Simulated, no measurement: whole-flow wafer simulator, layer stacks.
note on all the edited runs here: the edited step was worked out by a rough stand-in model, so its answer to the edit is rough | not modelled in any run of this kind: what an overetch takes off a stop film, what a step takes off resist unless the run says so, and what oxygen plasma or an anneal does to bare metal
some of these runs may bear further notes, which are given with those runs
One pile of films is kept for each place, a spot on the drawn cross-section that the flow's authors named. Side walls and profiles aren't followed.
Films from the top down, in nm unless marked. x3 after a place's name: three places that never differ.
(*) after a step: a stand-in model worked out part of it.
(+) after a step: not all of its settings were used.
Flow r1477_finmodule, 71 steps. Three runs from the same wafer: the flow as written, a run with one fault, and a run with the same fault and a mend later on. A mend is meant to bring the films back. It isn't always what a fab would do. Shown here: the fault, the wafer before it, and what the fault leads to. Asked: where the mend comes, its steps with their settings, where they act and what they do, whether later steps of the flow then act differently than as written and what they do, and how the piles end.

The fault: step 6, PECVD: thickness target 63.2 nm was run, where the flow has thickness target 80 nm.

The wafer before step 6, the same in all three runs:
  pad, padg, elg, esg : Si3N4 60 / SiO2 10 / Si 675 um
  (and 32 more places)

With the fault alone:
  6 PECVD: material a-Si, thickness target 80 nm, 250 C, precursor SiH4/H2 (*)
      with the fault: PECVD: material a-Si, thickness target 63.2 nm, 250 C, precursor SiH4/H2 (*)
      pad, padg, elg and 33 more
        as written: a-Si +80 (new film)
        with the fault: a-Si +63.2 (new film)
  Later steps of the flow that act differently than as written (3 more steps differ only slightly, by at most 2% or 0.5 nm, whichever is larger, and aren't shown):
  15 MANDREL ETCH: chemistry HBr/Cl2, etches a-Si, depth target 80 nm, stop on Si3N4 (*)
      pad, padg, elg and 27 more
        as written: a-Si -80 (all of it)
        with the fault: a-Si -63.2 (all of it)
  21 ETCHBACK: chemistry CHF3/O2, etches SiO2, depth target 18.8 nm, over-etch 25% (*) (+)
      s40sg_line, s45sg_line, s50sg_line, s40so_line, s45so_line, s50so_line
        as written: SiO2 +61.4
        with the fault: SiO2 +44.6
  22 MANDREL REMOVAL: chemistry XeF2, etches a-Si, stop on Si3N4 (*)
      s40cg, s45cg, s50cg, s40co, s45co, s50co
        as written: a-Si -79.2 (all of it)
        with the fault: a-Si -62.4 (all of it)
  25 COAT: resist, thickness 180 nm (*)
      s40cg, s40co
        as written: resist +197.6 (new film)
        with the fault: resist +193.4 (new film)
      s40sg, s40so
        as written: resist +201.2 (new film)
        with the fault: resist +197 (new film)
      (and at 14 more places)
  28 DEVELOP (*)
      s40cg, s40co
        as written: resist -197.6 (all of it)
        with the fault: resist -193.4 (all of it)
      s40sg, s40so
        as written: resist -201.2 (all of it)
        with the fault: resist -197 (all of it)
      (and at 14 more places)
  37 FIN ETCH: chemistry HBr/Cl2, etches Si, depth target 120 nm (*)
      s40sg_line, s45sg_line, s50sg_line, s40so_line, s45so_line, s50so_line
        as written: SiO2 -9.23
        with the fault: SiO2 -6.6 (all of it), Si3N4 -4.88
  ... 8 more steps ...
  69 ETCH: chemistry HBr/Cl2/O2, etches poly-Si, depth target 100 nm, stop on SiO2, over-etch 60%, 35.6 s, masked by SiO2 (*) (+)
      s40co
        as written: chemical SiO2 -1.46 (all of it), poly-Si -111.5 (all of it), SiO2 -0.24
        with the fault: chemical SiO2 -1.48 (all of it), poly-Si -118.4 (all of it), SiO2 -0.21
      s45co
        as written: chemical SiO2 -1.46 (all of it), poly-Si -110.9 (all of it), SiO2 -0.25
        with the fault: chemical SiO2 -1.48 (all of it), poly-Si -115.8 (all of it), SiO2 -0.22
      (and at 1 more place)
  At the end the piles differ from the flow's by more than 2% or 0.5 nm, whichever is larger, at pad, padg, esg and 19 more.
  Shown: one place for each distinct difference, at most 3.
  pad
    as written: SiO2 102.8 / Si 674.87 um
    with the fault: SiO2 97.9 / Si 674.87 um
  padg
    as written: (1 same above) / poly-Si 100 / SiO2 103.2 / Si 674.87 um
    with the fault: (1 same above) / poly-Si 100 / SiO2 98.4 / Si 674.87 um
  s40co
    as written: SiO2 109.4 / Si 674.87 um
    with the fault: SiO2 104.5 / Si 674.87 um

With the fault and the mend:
  The mend comes after step 7.
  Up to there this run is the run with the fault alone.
  7a PECVD: material a-Si, thickness target 16.8 nm, 250 C, precursor SiH4/H2 (*) (the flow's step 6 once more, with other settings)
      pad, padg, elg and 33 more
        a-Si +16.8
  No later step of the flow acts differently than as written at any place that is followed.
  At the end the piles are the same as the flow's at every place that both follow.
